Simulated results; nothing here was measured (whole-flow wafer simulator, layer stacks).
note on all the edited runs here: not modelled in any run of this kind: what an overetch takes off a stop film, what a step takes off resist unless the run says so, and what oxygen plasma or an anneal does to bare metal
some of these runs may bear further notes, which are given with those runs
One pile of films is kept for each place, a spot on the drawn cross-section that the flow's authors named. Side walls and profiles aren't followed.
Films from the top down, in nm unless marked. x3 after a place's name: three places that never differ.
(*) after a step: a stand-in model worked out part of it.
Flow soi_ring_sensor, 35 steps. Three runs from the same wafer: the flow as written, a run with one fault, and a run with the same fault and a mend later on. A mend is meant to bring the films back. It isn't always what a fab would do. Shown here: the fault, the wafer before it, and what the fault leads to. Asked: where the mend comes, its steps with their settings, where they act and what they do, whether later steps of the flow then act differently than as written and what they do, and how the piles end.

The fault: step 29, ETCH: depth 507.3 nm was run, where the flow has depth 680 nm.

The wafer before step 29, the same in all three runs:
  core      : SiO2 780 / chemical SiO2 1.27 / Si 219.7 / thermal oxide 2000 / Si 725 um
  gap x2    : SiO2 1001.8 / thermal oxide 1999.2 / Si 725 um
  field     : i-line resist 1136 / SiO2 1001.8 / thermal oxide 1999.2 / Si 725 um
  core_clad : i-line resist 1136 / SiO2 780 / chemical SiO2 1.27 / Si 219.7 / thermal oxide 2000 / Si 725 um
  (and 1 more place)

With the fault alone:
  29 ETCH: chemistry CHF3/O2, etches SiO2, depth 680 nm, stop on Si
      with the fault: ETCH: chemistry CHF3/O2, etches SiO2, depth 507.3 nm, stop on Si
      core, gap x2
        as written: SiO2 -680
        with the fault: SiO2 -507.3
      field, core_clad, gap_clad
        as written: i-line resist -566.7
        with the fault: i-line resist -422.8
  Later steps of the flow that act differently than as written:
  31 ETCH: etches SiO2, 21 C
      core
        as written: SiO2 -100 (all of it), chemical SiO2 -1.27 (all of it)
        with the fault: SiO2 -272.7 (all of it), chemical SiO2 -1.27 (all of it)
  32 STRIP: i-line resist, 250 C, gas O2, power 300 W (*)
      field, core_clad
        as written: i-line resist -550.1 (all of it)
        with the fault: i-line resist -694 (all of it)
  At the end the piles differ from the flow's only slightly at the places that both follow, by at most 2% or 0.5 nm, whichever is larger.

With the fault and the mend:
  The mend comes after step 29.
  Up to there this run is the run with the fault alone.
  29a ETCH: chemistry CHF3/O2, etches SiO2, depth 172.7 nm, stop on Si (the flow's step 29 once more, with other settings)
      core, gap x2
        SiO2 -172.7
      field, core_clad, gap_clad
        i-line resist -143.9
  No later step of the flow acts differently than as written at any place that is followed.
  At the end the piles are the same as the flow's at every place that both follow.
